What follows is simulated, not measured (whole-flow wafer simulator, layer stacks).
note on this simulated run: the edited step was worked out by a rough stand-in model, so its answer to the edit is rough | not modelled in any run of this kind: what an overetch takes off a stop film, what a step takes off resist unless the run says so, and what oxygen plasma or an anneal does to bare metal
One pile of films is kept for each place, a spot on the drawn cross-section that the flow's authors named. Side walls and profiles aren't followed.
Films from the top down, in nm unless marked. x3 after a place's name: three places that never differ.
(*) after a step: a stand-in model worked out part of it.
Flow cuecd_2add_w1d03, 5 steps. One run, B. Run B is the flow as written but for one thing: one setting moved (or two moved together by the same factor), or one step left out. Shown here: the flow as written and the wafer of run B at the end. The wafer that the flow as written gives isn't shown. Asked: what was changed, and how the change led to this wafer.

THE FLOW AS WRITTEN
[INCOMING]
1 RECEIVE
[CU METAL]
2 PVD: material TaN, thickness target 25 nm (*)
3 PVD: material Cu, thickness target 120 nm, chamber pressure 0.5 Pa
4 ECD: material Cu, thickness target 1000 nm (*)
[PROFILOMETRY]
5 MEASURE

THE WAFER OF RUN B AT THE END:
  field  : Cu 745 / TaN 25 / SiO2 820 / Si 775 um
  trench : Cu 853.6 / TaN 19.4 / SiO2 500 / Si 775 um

The cause: step 4, ECD: thickness target 625 nm was run, where the flow has thickness target 1000 nm.

How the change led to this, step by step:
  4 ECD: material Cu, thickness target 1000 nm (*)
      field: Cu +625 (as written it would be: Cu +1000)
      trench: Cu +760.2 (as written it would be: Cu +1226.8)
